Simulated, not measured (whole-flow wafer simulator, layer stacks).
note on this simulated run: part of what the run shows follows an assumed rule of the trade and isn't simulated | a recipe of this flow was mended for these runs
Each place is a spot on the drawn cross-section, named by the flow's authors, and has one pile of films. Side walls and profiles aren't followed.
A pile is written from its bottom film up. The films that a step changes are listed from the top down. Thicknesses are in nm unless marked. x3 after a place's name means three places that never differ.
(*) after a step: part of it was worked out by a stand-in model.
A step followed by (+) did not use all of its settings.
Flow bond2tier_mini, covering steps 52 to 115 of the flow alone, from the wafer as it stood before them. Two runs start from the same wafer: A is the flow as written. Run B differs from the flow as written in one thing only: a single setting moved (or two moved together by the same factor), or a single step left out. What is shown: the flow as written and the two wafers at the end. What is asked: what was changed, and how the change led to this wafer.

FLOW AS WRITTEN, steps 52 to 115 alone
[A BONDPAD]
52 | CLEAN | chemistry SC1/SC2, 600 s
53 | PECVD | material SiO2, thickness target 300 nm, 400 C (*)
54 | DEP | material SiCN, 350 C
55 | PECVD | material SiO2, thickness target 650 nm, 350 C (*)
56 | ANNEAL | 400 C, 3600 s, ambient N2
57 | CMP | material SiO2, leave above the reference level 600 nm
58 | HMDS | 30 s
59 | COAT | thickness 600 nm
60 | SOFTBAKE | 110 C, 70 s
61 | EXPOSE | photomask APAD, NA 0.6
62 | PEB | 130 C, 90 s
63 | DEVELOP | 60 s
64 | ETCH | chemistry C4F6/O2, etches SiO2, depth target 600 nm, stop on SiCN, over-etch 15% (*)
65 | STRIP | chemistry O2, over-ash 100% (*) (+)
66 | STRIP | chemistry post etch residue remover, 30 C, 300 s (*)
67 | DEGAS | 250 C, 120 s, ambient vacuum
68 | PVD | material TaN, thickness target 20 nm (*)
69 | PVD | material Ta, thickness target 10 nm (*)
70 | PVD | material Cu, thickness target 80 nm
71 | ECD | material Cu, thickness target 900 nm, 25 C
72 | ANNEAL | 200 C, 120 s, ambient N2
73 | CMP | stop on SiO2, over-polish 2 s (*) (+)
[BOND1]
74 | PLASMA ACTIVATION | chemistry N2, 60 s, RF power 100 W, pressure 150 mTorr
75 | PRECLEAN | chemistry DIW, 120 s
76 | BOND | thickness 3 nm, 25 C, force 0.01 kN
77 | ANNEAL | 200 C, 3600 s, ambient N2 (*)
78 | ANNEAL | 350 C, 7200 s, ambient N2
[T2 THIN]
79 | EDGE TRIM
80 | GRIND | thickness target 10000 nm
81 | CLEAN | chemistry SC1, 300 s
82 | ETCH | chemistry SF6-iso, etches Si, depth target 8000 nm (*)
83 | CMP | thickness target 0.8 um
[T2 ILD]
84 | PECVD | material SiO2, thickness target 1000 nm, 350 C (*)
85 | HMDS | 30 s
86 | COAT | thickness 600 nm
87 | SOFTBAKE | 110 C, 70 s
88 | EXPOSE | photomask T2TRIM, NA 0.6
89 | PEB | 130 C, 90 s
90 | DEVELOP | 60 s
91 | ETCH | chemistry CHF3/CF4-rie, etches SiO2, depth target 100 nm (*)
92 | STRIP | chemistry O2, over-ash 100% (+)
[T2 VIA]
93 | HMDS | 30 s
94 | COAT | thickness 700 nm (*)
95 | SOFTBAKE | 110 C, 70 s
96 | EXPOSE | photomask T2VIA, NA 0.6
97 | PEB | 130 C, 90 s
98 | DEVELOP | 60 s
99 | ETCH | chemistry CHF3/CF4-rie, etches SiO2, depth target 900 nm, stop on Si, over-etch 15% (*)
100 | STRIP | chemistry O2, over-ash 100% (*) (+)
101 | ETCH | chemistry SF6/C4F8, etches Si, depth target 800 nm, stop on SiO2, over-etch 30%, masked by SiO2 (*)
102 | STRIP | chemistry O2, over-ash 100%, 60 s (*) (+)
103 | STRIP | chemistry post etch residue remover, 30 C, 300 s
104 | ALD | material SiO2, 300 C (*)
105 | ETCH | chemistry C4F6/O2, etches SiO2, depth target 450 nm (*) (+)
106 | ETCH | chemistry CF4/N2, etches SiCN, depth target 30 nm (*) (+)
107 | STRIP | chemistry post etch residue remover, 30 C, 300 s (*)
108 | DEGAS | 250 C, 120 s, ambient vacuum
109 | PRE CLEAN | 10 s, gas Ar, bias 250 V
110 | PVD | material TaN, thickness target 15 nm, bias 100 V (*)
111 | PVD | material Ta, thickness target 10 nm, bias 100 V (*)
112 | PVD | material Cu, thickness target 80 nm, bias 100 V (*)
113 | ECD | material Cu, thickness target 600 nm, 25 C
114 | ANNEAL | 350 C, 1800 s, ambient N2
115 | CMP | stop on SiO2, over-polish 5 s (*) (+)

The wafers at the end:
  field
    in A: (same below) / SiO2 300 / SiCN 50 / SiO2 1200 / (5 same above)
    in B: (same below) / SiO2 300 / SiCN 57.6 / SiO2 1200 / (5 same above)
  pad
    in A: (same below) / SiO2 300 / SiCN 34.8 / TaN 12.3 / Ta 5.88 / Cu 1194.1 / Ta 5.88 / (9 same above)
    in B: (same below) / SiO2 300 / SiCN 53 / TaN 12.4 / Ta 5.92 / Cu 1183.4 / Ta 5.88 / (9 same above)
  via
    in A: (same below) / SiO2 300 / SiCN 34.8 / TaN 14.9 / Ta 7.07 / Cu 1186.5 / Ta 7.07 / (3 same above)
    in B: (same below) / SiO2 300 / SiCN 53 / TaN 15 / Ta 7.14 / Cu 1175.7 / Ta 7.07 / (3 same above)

The reason: step 54, DEP: 316 C was run, whereas the flow has 350 C; step 64, ETCH: depth target 545.6 nm was run, where the flow has depth target 600 nm.

Step by step, how the change led to this:
  54 | DEP | material SiCN, 350 C
      field, pad, via: A +50 SiCN (new film) | B +57.6 SiCN (new film)
  64 | ETCH | chemistry C4F6/O2, etches SiO2, depth target 600 nm, stop on SiCN, over-etch 15% (*)
      pad, via: A -600 SiO2 (all of it), -15.2 SiCN | B -600 SiO2 (all of it), -4.63 SiCN
      field: A -115 thick-KrF-resist | B -104.6 thick-KrF-resist
  65 | STRIP | chemistry O2, over-ash 100% (*) (+)
      field: A -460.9 thick-KrF-resist (all of it) | B -471.4 thick-KrF-resist (all of it)
